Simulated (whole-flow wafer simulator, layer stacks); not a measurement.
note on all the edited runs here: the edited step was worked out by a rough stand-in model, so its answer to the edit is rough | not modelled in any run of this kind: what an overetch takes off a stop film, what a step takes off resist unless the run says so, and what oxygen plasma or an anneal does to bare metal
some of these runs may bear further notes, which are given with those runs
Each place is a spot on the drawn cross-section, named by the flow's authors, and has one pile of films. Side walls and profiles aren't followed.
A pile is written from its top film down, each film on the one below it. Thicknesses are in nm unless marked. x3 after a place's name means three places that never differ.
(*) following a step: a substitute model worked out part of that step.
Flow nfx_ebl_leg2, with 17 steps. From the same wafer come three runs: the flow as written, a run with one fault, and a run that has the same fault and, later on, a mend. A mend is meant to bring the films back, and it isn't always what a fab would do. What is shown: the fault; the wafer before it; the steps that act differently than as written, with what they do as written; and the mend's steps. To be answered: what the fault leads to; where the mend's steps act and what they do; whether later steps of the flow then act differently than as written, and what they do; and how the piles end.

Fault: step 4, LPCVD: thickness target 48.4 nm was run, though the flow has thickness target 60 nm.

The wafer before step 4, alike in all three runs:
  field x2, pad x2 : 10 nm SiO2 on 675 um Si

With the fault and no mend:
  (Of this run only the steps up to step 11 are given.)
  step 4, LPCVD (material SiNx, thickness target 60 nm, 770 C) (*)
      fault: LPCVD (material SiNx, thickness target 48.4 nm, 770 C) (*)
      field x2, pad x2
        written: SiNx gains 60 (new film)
        fault: SiNx gains 48.4 (new film)
  None of the later steps of the flow up to step 11 acts differently than as written at any place that is followed.
  The piles after step 11 differ from the flow's at field x2, pad x2 by more than 2% or 0.5 nm, whichever is larger.
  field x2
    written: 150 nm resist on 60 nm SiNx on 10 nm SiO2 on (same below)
    fault: 150 nm resist on 48.4 nm SiNx on 10 nm SiO2 on (same below)
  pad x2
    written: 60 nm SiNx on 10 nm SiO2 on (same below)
    fault: 48.4 nm SiNx on 10 nm SiO2 on (same below)

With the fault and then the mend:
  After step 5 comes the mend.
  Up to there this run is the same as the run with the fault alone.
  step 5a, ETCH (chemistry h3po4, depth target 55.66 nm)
      field x2, pad x2
        SiNx loses 48.4 (all of it)
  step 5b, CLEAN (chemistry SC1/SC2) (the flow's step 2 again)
      does not change any film at any place that is followed
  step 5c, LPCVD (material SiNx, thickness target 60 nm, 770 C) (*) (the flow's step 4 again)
      field x2, pad x2
        SiNx gains 60 (new film)
  None of the later steps of the flow acts differently than as written at any place that is followed.
  The piles end the same as the flow's at every place that both follow.
